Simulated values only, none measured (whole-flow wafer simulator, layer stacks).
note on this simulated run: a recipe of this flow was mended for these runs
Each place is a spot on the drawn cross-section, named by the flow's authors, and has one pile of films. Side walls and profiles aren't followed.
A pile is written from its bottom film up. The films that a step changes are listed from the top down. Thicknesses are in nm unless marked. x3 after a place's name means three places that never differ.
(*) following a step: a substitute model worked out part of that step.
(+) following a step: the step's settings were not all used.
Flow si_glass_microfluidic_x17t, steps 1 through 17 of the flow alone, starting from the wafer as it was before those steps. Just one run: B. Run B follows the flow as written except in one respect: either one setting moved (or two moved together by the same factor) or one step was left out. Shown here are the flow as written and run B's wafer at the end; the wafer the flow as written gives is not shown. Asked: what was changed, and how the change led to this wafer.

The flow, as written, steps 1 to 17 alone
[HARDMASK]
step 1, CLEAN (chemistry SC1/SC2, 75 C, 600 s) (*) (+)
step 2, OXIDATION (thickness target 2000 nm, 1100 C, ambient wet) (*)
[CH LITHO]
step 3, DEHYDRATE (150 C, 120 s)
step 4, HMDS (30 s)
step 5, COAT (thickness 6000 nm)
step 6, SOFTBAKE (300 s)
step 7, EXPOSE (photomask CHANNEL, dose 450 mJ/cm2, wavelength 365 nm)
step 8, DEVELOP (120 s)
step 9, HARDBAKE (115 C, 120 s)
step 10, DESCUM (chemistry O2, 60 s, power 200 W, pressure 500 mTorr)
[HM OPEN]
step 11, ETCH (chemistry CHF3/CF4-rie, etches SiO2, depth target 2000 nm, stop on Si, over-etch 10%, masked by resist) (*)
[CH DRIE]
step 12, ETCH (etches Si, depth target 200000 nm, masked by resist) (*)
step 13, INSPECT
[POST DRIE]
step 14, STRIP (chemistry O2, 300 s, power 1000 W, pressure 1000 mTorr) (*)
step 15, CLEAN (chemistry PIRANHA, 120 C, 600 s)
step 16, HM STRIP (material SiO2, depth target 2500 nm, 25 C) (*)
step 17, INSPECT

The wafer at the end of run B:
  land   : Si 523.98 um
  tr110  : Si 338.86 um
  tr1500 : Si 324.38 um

The reason: step 2, OXIDATION: thickness target 2300 nm was run, whereas the flow has thickness target 2000 nm.

The path from the change to this, step by step:
  step 2, OXIDATION (thickness target 2000 nm, 1100 C, ambient wet) (*)
      land, tr110, tr1500, tr15: SiO2 gains 2300 (new film), chemical SiO2 loses 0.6 (all of it), Si loses 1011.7 (as written it would have been: SiO2 gains 2000 (new film), chemical SiO2 loses 0.6 (all of it), Si loses 879.7)
  step 11, ETCH (chemistry CHF3/CF4-rie, etches SiO2, depth target 2000 nm, stop on Si, over-etch 10%, masked by resist) (*)
      tr110, tr1500, tr15: SiO2 loses 2200 (as written it would have been: SiO2 loses 2000 (all of it), Si loses 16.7)
  step 12, ETCH (etches Si, depth target 200000 nm, masked by resist) (*)
      tr110: SiO2 loses 100 (all of it), Si loses 185.12 um (as written it would have been: Si loses 200.12 um)
      tr1500: SiO2 loses 100 (all of it), Si loses 199.6 um (as written it would have been: Si loses 215.73 um)
      (and at 1 other place as well)
  step 16, HM STRIP (material SiO2, depth target 2500 nm, 25 C) (*)
      land: SiO2 loses 2300 (all of it) (as written it would have been: SiO2 loses 2000 (all of it))
